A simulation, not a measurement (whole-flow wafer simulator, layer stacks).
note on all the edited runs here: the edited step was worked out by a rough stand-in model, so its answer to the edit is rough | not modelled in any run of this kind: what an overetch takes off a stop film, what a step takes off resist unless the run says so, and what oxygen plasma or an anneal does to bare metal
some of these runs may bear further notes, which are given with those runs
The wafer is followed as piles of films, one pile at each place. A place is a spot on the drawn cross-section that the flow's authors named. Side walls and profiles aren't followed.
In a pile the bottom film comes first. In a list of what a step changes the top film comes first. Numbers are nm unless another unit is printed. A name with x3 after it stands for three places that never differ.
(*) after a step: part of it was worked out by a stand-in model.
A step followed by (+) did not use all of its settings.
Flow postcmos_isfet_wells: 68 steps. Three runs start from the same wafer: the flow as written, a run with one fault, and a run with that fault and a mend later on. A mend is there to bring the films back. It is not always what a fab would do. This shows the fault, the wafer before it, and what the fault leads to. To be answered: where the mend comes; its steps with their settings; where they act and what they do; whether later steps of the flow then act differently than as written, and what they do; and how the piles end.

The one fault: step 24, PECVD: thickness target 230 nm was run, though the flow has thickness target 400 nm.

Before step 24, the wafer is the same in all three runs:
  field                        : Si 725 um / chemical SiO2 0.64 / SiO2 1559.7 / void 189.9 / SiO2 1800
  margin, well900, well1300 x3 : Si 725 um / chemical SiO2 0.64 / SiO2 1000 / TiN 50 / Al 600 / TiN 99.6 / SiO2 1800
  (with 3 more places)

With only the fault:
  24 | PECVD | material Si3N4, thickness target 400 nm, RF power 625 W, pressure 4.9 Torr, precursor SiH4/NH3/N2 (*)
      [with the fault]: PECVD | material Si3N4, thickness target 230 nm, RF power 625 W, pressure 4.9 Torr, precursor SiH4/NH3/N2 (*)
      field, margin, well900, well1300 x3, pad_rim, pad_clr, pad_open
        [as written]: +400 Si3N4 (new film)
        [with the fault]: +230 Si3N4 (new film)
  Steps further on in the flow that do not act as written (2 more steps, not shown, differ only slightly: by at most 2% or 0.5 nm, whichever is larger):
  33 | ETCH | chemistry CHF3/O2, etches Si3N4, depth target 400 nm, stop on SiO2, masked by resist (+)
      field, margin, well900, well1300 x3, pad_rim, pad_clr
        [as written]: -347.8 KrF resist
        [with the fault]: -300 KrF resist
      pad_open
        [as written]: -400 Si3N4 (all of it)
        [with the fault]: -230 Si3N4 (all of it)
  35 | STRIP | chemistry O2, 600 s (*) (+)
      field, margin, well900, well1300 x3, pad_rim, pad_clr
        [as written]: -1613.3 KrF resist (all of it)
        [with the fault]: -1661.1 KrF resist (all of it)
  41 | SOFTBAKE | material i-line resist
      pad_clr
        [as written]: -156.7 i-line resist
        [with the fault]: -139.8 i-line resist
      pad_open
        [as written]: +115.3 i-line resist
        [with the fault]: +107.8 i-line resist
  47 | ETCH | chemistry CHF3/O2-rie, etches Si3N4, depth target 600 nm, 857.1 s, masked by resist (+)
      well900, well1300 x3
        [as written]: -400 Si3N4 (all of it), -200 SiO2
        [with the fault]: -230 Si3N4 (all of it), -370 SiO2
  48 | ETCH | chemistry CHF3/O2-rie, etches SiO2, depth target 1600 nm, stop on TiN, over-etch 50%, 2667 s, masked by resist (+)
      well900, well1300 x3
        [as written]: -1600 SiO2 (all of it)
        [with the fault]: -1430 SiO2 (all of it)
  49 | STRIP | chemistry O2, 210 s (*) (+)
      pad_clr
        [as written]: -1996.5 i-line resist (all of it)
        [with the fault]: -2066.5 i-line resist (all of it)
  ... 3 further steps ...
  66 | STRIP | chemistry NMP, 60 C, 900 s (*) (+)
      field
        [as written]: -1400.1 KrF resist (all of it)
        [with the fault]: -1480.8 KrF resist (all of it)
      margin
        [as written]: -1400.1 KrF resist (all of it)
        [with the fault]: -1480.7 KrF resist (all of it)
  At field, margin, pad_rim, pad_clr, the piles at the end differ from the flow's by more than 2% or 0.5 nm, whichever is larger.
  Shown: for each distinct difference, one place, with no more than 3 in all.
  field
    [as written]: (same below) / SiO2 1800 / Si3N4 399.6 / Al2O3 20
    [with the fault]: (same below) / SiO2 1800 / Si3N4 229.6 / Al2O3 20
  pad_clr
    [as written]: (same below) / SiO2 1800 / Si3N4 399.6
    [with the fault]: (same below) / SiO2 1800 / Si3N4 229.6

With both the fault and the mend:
  The mend follows step 32.
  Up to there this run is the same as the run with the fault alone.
  32a | STRIP | chemistry O2, 600 s (*) (+)
      field, margin, well900, well1300 x3, pad_rim, pad_clr
        -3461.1 KrF resist (all of it)
  32b | PECVD | material Si3N4, thickness target 170 nm, RF power 625 W, pressure 4.9 Torr, precursor SiH4/NH3/N2 (*) (the flow's step 24 again, with other settings)
      field, margin, well900, well1300 x3, pad_rim, pad_clr, pad_open
        +170 Si3N4
  32c | HMDS | 30 s (the flow's step 26 again)
      does not change any film at any place that is followed
  32d | COAT | KrF resist, thickness 3500 nm (the flow's step 27 again)
      field, margin, well900, well1300 x3, pad_rim, pad_clr, pad_open
        +3500 KrF resist (new film)
  32e | SOFTBAKE | material KrF resist (the flow's step 28 again)
      does not change any film at any place that is followed
  32f | EBR (the flow's step 29 again)
      does not change any film at any place that is followed
  32g | EXPOSE | photomask PAD, dose 67.86 mJ/cm2, NA 0.55, wavelength 248 nm (*) (the flow's step 30 again)
      does not change any film at any place that is followed
  32h | PEB (the flow's step 31 again)
      field, margin, well900, well1300 x3, pad_rim, pad_clr, pad_open
        -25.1 KrF resist
  32i | DEVELOP | thickness 3500 nm, 60 s (the flow's step 32 again)
      field, margin, well900, well1300 x3, pad_rim, pad_clr
        -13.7 KrF resist
      pad_open
        -3474.9 KrF resist (all of it)
  Every later step of the flow that is run acts as written at every place that is followed.
  At every place that both follow, the piles at the end match the flow's.
